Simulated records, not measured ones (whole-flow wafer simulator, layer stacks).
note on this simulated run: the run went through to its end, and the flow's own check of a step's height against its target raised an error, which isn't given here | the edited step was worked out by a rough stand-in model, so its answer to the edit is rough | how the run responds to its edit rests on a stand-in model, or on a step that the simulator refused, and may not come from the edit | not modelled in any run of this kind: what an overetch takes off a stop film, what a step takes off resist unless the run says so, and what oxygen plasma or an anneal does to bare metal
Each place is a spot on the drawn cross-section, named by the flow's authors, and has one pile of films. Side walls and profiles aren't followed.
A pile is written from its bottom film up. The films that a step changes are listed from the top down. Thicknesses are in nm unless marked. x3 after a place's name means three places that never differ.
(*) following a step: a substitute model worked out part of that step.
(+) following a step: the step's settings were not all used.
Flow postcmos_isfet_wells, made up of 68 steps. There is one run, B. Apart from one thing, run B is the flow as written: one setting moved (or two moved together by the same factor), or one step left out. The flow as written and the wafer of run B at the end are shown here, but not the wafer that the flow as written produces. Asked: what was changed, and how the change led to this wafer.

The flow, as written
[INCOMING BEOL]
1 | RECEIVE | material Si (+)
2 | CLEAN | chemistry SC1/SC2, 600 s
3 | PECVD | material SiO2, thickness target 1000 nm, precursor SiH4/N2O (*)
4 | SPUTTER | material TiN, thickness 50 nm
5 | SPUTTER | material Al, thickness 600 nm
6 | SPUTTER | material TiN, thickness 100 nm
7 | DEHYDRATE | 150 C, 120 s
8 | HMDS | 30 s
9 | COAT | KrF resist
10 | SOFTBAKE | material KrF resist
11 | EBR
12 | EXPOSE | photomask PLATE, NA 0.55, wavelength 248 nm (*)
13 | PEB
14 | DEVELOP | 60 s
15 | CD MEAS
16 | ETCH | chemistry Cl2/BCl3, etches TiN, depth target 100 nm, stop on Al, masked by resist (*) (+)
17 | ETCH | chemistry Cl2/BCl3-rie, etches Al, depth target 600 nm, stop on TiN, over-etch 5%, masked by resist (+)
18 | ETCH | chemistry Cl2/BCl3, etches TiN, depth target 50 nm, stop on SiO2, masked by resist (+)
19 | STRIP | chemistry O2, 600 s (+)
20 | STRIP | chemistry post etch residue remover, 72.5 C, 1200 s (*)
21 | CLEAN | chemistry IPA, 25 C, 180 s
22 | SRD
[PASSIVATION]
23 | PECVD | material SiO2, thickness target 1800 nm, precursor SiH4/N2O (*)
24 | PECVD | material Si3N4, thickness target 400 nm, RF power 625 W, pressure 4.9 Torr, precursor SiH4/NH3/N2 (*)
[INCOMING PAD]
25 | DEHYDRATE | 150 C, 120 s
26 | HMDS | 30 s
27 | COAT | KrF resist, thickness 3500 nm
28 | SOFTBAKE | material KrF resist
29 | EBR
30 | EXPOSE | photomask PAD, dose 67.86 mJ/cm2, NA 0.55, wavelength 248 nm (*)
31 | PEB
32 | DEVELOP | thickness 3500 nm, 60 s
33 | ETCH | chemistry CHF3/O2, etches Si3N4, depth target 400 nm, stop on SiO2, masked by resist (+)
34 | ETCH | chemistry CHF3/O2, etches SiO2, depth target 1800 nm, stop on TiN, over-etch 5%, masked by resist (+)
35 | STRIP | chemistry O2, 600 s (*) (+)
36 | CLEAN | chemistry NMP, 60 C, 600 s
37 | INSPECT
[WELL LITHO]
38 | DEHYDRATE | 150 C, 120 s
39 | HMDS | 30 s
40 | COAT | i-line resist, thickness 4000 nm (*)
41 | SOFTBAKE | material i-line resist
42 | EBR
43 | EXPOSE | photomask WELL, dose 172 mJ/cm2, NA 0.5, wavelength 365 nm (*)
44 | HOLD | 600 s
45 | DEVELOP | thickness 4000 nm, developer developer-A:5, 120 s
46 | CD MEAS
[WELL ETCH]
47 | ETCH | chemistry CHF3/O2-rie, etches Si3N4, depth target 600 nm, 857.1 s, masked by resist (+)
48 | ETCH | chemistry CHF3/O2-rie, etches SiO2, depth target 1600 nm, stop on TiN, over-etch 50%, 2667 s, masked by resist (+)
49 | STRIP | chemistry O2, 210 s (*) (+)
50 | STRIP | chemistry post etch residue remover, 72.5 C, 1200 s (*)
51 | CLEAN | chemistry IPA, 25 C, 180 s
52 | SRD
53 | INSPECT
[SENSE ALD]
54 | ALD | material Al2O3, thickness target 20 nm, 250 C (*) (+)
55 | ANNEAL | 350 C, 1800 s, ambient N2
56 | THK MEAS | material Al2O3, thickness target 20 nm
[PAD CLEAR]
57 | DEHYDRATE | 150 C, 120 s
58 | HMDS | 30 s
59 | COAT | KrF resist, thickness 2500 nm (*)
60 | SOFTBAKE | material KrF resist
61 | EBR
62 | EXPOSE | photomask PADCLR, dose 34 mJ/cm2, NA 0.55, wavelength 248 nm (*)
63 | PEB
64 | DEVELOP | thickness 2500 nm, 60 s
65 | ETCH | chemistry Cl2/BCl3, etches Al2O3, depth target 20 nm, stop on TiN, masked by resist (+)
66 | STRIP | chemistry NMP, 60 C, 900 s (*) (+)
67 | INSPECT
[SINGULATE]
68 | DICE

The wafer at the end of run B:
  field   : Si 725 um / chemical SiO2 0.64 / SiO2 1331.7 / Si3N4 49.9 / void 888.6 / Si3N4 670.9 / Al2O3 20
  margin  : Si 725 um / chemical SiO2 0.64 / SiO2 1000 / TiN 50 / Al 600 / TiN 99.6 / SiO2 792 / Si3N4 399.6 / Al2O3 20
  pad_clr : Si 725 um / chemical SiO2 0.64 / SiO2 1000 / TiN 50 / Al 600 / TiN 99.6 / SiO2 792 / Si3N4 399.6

The reason: step 23, PECVD: thickness target 792 nm was run, while the flow as written has thickness target 1800 nm.
The wafer itself shows it: margin has SiO2 792, and step 23 as written asks for 1800 nm.

Step by step, how the change led to this:
  23 | PECVD | material SiO2, thickness target 1800 nm, precursor SiH4/N2O (*)
      field: SiO2 gains 331.7 (it would be, as written: SiO2 gains 1800 (new film), void gains 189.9 (new film), SiO2 gains 559.7)
      margin, well900, well1300 x3, pad_rim, pad_clr, pad_open: SiO2 gains 792 (new film) (it would be, as written: SiO2 gains 1800 (new film))
  24 | PECVD | material Si3N4, thickness target 400 nm, RF power 625 W, pressure 4.9 Torr, precursor SiH4/NH3/N2 (*)
      field: Si3N4 gains 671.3 (new film), void gains 888.6 (new film), Si3N4 gains 49.9 (new film) (it would be, as written: Si3N4 gains 400 (new film))
  34 | ETCH | chemistry CHF3/O2, etches SiO2, depth target 1800 nm, stop on TiN, over-etch 5%, masked by resist (+)
      field, margin, well900, well1300 x3, pad_rim, pad_clr: KrF resist loses 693 (it would be, as written: KrF resist loses 1500)
      pad_open: SiO2 loses 792 (all of it) (it would be, as written: SiO2 loses 1800 (all of it))
  35 | STRIP | chemistry O2, 600 s (*) (+)
      field, margin, well900, well1300 x3, pad_rim, pad_clr: KrF resist loses 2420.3 (all of it) (it would be, as written: KrF resist loses 1613.3 (all of it))
  40 | COAT | i-line resist, thickness 4000 nm (*)
      pad_clr: i-line resist gains 3581.3 (new film) (it would be, as written: i-line resist gains 3256.8 (new film))
      pad_open: i-line resist gains 4440.3 (new film) (it would be, as written: i-line resist gains 4804.7 (new film))
  41 | SOFTBAKE | material i-line resist
      pad_clr: i-line resist loses 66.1 (it would be, as written: i-line resist loses 156.7)
      pad_open: i-line resist gains 66.4 (it would be, as written: i-line resist gains 115.3)
  48 | ETCH | chemistry CHF3/O2-rie, etches SiO2, depth target 1600 nm, stop on TiN, over-etch 50%, 2667 s, masked by resist (+)
      well900, well1300 x3: SiO2 loses 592 (all of it) (it would be, as written: SiO2 loses 1600 (all of it))
  49 | STRIP | chemistry O2, 210 s (*) (+)
      pad_clr: i-line resist loses 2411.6 (all of it) (it would be, as written: i-line resist loses 1996.5 (all of it))
      pad_open: i-line resist loses 3403.1 (all of it) (it would be, as written: i-line resist loses 3816.3 (all of it))
  59 | COAT | KrF resist, thickness 2500 nm (*)
      field: KrF resist gains 1930.5 (new film) (it would be, as written: KrF resist gains 1449 (new film))
      margin: KrF resist gains 1930.5 (new film) (it would be, as written: KrF resist gains 1448.9 (new film))
      (also at 3 further places)
  60 | SOFTBAKE | material KrF resist
      pad_clr: KrF resist loses 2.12 (it would be, as written: KrF resist loses 3.77)
  63 | PEB
      field, margin: KrF resist loses 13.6 (it would be, as written: KrF resist loses 10.1)
      pad_rim: KrF resist loses 15.6 (it would be, as written: KrF resist loses 13.9)
      (also at 2 further places)
  64 | DEVELOP | thickness 2500 nm, 60 s
      pad_clr: KrF resist loses 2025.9 (all of it) (it would be, as written: KrF resist loses 1676 (all of it))
      pad_open: KrF resist loses 2789.3 (all of it) (it would be, as written: KrF resist loses 3045.1 (all of it))
  66 | STRIP | chemistry NMP, 60 C, 900 s (*) (+)
      field, margin: KrF resist loses 1878.2 (all of it) (it would be, as written: KrF resist loses 1400.1 (all of it))
      pad_rim: KrF resist loses 2156.1 (all of it) (it would be, as written: KrF resist loses 1923.7 (all of it))
